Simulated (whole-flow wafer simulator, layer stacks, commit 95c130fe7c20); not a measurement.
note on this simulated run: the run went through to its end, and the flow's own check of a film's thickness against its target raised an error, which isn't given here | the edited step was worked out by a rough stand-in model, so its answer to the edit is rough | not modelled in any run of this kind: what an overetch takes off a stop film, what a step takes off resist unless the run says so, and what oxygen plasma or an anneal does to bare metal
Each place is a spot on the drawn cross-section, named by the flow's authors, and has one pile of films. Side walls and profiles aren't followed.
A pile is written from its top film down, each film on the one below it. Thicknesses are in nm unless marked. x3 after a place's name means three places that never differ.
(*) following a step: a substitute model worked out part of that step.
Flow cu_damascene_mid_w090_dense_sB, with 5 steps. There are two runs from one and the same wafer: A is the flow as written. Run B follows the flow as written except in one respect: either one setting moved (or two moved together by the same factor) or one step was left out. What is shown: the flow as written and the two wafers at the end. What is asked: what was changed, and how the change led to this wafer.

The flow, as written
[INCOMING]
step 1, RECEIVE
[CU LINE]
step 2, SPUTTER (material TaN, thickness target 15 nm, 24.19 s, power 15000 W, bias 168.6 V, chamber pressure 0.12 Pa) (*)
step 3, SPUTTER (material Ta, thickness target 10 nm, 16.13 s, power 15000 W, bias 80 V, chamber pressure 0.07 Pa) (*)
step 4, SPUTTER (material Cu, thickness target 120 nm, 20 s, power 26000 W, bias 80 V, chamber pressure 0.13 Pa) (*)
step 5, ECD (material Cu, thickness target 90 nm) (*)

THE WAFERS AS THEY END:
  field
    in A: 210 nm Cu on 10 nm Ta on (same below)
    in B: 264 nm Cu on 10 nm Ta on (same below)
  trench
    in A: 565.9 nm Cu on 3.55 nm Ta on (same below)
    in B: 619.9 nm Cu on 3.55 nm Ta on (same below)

Cause: step 5, ECD: thickness target 144 nm was run, whereas the flow has thickness target 90 nm.

How this came from the change, step by step:
  step 5, ECD (material Cu, thickness target 90 nm) (*)
      field: A Cu gains 90 | B Cu gains 144
      trench: A Cu gains 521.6 | B Cu gains 575.6
